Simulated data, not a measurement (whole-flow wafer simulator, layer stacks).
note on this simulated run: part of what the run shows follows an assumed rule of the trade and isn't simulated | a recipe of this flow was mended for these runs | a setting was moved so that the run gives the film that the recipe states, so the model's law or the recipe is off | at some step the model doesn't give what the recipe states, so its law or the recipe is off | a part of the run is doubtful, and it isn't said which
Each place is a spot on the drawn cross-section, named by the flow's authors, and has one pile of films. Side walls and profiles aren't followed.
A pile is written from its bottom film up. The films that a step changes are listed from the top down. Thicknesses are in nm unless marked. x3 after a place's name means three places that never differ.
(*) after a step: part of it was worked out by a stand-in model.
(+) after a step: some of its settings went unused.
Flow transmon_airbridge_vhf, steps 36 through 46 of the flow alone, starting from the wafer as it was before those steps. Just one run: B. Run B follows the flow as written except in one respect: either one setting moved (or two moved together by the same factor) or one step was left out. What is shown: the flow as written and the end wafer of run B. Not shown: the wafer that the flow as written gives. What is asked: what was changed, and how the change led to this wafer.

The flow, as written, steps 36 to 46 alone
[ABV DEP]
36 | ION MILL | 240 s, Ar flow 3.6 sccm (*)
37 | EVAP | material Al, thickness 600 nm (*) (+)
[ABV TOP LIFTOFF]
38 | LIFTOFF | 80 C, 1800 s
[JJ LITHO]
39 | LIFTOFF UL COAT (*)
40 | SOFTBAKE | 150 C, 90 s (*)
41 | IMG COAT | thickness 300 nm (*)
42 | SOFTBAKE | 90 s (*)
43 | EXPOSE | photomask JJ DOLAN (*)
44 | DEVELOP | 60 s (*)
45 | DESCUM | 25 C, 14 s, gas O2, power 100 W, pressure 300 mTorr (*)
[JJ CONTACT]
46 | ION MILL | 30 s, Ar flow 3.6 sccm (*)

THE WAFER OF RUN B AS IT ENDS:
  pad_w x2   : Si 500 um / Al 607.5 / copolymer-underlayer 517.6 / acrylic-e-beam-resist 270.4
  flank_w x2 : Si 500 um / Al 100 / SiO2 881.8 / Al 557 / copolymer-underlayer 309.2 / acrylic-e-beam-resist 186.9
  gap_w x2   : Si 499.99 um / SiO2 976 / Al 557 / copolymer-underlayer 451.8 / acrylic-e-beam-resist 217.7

Cause: step 37, EVAP: thickness 557 nm was run, though the flow has thickness 600 nm.
One can read it off the wafer: flank_w x2 has Al 557, and step 37 as written asks for 600 nm.

How this came from the change, step by step:
  37 | EVAP | material Al, thickness 600 nm (*) (+)
      field x3, jj_line, ground_far and 10 more: Al gains 557 (new film) (as written it would have been: Al gains 600 (new film))
      pad_w x2: Al gains 548.7 (as written it would have been: Al gains 591.1)
  38 | LIFTOFF | 80 C, 1800 s
      field x3, jj_line, trace_open_s x2: Al loses 557 (all of it), i-line-resist loses 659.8 (all of it), lift-off-underlayer loses 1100 (all of it), acrylic-e-beam-resist loses 240 (all of it) (as written it would have been: Al loses 600 (all of it), i-line-resist loses 659.8 (all of it), lift-off-underlayer loses 1100 (all of it), acrylic-e-beam-resist loses 240 (all of it))
      margin_s, margin_n: Al loses 557 (all of it), i-line-resist loses 378.2 (all of it), lift-off-underlayer loses 823.4 (all of it), acrylic-e-beam-resist loses 168.6 (all of it) (as written it would have been: Al loses 600 (all of it), i-line-resist loses 378.2 (all of it), lift-off-underlayer loses 823.4 (all of it), acrylic-e-beam-resist loses 168.6 (all of it))
      (also at 1 further place)
